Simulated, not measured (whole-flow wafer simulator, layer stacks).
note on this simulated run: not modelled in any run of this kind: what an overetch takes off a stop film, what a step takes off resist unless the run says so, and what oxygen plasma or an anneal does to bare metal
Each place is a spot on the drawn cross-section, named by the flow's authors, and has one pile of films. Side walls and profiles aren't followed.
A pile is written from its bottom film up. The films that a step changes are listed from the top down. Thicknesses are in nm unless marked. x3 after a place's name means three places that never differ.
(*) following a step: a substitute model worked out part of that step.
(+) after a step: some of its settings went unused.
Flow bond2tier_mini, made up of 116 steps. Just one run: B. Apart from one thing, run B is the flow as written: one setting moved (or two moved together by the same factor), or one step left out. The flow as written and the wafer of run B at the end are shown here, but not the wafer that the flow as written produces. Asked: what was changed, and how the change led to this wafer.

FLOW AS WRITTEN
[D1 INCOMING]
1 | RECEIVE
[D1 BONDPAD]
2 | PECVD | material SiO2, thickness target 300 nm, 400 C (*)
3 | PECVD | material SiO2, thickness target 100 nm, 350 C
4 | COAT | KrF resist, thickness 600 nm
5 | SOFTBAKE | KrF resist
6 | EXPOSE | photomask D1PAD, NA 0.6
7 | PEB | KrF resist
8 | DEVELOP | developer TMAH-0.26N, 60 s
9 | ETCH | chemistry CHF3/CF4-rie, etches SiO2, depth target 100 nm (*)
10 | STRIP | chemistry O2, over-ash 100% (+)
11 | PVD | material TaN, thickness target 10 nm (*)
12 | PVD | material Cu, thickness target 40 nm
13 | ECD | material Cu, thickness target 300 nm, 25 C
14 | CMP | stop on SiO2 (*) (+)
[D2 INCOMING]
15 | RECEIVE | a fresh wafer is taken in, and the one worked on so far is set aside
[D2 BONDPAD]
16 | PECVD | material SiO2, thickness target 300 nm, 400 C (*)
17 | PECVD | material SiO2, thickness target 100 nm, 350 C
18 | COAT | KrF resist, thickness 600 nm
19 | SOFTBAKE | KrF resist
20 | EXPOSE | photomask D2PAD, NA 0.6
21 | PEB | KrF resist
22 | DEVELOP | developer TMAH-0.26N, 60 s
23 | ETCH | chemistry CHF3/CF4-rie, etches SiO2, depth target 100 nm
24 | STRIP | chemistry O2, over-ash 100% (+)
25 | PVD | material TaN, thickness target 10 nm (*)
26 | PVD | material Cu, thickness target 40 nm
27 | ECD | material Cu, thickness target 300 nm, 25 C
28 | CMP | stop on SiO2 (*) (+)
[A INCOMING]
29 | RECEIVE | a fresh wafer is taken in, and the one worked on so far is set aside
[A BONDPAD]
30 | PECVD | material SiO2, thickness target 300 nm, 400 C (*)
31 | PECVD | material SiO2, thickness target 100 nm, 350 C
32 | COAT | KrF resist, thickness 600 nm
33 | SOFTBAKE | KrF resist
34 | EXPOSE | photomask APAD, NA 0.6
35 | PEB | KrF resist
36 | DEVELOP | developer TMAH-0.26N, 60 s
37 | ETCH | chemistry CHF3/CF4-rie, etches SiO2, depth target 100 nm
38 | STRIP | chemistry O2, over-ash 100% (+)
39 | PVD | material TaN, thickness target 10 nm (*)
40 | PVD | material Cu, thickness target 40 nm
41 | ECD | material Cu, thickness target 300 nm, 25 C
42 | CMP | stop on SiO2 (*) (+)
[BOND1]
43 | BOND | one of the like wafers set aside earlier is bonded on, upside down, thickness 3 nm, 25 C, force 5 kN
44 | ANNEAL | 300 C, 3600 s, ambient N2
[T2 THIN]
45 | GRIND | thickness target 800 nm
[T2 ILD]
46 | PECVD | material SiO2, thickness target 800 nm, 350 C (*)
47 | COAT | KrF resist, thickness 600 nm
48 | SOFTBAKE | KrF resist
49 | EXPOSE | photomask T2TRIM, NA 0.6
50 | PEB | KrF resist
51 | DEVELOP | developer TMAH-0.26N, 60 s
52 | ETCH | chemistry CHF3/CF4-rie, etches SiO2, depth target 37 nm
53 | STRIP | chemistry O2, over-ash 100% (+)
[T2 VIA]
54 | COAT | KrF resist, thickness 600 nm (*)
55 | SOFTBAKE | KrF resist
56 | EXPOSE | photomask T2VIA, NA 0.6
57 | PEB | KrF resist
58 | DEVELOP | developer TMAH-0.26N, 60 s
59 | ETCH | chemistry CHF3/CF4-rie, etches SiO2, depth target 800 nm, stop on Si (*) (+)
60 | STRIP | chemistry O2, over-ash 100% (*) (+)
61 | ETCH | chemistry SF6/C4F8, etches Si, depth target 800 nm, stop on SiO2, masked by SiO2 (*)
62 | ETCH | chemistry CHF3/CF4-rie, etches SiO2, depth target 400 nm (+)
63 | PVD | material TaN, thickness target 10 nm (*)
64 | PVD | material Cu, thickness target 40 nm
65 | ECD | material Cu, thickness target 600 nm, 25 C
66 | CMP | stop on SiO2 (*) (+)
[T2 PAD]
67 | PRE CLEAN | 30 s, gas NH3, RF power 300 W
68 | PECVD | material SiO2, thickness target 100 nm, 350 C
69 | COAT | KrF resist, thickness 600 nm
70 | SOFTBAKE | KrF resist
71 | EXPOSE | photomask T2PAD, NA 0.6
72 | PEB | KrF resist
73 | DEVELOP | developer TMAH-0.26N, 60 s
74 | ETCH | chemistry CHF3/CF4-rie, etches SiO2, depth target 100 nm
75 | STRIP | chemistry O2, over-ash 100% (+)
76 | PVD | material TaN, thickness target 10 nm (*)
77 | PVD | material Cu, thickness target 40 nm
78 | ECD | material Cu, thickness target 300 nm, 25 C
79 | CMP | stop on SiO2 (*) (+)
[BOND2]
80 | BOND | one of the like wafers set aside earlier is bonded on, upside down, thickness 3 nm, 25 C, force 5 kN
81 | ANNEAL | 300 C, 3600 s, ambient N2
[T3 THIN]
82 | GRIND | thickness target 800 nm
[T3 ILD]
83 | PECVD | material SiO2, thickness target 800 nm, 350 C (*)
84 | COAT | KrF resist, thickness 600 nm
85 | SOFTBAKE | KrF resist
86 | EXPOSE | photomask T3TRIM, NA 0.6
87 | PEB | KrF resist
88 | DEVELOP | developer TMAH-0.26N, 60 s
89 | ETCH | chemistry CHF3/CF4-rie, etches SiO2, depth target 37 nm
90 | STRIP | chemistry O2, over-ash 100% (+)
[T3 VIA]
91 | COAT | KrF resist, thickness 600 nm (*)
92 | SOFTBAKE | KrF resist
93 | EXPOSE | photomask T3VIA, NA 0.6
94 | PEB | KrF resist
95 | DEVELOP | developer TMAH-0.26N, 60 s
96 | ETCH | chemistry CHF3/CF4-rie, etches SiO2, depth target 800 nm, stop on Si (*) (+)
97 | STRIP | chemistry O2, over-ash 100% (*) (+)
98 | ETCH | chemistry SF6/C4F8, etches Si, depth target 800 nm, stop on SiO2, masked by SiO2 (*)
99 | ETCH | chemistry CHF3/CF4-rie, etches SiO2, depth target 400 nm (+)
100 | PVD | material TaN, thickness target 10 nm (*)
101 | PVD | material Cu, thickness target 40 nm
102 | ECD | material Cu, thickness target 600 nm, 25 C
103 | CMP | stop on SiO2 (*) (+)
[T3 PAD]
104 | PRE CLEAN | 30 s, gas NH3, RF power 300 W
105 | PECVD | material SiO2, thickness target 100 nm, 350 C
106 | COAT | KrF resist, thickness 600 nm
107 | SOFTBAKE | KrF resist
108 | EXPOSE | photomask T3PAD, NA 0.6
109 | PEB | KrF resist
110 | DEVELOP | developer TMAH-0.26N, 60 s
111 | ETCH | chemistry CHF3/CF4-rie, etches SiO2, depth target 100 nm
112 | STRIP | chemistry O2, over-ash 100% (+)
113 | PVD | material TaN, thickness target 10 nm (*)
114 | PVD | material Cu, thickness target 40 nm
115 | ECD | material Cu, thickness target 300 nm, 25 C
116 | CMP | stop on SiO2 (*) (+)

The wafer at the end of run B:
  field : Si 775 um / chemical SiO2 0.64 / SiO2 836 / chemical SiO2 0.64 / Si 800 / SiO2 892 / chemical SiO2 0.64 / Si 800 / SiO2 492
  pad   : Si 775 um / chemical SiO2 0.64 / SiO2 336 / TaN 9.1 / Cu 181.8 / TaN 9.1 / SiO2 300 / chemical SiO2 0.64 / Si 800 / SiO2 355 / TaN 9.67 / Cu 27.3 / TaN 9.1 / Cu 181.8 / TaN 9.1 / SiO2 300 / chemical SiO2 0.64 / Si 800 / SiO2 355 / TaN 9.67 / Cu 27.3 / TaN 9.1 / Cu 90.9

What caused this: step 31, PECVD: thickness target 136 nm was run, though the flow has thickness target 100 nm.

Step by step, how the change led to this:
  31 | PECVD | material SiO2, thickness target 100 nm, 350 C
      field, pad, via: SiO2 gains 136 (it would be, as written: SiO2 gains 100)
